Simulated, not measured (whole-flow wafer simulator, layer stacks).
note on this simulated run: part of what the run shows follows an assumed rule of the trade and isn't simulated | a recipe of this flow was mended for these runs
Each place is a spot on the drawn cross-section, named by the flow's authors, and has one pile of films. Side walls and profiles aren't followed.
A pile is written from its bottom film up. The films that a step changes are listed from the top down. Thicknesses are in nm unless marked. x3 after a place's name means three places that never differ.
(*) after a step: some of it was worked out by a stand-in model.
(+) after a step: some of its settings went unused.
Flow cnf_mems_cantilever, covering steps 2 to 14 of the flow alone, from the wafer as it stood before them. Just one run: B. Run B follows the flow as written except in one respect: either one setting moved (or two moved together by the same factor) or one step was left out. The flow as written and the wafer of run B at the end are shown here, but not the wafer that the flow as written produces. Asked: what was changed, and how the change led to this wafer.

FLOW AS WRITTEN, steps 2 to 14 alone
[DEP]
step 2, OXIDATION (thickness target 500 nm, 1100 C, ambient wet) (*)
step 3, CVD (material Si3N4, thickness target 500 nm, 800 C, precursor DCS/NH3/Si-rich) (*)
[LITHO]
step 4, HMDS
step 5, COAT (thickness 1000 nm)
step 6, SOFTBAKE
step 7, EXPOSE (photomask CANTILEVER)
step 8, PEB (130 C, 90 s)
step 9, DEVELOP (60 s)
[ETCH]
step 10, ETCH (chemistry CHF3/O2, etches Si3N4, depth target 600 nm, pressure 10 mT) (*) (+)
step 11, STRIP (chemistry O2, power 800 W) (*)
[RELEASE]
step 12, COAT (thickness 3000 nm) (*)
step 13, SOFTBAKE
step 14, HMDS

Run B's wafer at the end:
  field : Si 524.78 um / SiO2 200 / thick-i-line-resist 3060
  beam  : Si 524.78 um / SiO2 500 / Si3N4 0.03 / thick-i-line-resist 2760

The reason: step 3, CVD: 440 C was run, whereas the flow has 800 C.

The path from the change to this, step by step:
  step 3, CVD (material Si3N4, thickness target 500 nm, 800 C, precursor DCS/NH3/Si-rich) (*)
      field, beam: +0.03 Si3N4 (new film) (as written it would have been: +500 Si3N4 (new film))
  step 10, ETCH (chemistry CHF3/O2, etches Si3N4, depth target 600 nm, pressure 10 mT) (*) (+)
      field: -0.03 Si3N4 (all of it), -300 SiO2 (as written it would have been: -500 Si3N4 (all of it), -50 SiO2)
  step 12, COAT (thickness 3000 nm) (*)
      beam: +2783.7 thick-i-line-resist (new film) (as written it would have been: +2607.6 thick-i-line-resist (new film))
  step 13, SOFTBAKE
      field: +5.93 thick-i-line-resist (as written it would have been: +11.9 thick-i-line-resist)
      beam: -23.7 thick-i-line-resist (as written it would have been: -47.6 thick-i-line-resist)
